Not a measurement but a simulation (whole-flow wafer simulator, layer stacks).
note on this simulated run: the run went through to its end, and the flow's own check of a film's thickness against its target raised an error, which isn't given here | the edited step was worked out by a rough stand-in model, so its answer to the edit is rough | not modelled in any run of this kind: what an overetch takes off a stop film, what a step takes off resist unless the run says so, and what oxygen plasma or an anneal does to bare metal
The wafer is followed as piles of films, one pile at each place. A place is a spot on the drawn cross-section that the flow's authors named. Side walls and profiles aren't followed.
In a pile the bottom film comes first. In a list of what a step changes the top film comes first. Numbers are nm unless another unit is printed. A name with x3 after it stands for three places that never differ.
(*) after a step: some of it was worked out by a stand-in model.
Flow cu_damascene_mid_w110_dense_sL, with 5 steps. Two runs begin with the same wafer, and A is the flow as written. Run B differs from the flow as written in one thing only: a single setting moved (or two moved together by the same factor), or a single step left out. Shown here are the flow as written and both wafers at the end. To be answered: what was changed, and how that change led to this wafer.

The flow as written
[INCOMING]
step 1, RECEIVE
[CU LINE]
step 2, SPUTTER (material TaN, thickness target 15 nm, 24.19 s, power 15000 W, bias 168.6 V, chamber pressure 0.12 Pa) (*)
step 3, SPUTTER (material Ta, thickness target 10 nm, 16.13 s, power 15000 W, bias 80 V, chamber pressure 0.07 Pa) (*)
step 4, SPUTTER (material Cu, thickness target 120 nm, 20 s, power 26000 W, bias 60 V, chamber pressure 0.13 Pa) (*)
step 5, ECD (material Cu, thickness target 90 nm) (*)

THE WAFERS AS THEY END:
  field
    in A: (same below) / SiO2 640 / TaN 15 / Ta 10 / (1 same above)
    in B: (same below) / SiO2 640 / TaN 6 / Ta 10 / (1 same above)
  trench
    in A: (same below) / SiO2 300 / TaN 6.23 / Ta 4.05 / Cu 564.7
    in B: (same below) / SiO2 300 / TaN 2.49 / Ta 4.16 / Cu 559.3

What caused this: step 2, SPUTTER: thickness target 6 nm was run, whereas the flow has thickness target 15 nm; step 2, SPUTTER: 9.68 s was run, where the flow has 24.19 s.
One can read it off the wafer: field has TaN 6, and step 2 as written asks for 15 nm.

How this came from the change, step by step:
  step 2, SPUTTER (material TaN, thickness target 15 nm, 24.19 s, power 15000 W, bias 168.6 V, chamber pressure 0.12 Pa) (*)
      field: A +15 TaN (new film) | B +6 TaN (new film)
      trench: A +6.23 TaN (new film) | B +2.49 TaN (new film)
  step 4, SPUTTER (material Cu, thickness target 120 nm, 20 s, power 26000 W, bias 60 V, chamber pressure 0.13 Pa) (*)
      trench: A +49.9 Cu (new film) | B +51.4 Cu (new film)
